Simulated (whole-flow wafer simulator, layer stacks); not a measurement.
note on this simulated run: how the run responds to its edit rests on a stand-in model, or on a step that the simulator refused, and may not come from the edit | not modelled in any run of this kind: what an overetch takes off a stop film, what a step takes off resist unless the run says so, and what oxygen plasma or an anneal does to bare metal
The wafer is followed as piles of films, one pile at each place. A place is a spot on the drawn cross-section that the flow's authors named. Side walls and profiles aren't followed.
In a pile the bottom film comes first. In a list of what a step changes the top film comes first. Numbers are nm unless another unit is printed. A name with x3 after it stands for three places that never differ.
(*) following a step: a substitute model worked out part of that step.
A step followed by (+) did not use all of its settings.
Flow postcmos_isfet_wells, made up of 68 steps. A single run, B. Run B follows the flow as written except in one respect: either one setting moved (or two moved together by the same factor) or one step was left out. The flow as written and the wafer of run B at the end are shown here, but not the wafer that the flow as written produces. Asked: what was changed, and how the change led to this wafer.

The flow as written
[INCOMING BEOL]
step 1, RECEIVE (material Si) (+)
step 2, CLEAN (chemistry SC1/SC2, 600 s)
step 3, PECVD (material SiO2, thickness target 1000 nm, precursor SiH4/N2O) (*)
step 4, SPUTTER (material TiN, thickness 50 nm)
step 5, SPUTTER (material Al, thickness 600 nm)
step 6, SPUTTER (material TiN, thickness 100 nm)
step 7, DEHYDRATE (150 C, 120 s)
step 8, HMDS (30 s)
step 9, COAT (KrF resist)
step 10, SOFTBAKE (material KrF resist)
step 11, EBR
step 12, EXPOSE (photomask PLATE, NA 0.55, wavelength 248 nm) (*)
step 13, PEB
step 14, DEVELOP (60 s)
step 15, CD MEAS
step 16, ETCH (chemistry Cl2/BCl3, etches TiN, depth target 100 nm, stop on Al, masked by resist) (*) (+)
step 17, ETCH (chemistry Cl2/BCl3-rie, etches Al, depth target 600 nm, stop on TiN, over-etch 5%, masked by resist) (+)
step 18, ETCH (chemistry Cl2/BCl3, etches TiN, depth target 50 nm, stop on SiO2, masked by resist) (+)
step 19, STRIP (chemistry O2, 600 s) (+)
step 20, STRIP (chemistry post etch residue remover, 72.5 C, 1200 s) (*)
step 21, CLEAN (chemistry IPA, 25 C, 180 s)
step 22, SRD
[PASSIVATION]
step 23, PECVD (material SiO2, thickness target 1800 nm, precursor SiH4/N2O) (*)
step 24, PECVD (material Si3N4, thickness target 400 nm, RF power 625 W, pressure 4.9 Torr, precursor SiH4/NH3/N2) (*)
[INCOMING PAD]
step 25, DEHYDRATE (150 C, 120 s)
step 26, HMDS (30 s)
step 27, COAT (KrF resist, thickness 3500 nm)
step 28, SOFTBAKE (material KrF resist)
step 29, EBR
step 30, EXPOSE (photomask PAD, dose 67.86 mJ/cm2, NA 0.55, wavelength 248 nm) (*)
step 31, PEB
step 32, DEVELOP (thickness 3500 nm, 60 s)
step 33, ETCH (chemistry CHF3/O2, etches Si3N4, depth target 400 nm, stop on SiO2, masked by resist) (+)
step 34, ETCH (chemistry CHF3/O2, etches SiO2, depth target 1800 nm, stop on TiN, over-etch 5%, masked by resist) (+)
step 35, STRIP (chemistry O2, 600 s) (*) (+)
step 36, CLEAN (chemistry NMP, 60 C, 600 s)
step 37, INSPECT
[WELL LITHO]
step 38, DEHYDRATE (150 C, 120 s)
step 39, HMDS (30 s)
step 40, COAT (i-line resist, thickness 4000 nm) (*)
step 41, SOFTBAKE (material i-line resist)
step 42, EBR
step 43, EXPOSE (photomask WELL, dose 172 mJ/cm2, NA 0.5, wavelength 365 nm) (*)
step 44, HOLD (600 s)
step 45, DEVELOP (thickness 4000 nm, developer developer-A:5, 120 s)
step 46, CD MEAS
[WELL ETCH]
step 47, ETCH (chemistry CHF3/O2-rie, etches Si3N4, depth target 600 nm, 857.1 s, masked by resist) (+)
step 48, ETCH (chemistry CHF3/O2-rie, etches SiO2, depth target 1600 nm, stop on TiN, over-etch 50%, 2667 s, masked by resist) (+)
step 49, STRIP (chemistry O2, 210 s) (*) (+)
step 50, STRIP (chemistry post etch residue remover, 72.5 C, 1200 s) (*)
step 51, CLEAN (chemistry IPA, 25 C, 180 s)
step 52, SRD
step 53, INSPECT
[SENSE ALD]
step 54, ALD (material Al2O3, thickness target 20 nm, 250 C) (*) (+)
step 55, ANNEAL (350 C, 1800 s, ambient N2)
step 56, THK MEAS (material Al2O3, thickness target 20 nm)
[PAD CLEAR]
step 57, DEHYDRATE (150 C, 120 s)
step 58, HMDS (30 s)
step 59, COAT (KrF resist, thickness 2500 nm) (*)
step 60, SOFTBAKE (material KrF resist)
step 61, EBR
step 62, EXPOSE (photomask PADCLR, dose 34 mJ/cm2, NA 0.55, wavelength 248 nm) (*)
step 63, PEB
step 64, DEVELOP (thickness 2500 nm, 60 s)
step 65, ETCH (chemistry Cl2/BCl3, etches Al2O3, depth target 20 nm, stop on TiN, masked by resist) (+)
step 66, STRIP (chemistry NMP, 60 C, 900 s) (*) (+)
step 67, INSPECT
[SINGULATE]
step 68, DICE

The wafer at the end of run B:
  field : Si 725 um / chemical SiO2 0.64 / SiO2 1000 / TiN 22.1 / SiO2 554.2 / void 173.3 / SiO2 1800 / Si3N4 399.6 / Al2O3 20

The reason: step 18, ETCH: depth target 27.5 nm was run, while the flow as written has depth target 50 nm.

The path from the change to this, step by step:
  step 18, ETCH (chemistry Cl2/BCl3, etches TiN, depth target 50 nm, stop on SiO2, masked by resist) (+)
      field: -27.5 TiN (as written it would have been: -50 TiN (all of it))
      margin, well900, well1300 x3, pad_rim, pad_clr, pad_open: -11 KrF resist (as written it would have been: -20 KrF resist)
  step 23, PECVD (material SiO2, thickness target 1800 nm, precursor SiH4/N2O) (*)
      field: +1800 SiO2 (new film), +173.3 void (new film), +554.2 SiO2 (new film) (as written it would have been: +1800 SiO2 (new film), +189.9 void (new film), +559.7 SiO2)
Taking metal films that touch as one body, field has 1 body; the flow as written gives 0 bodies.
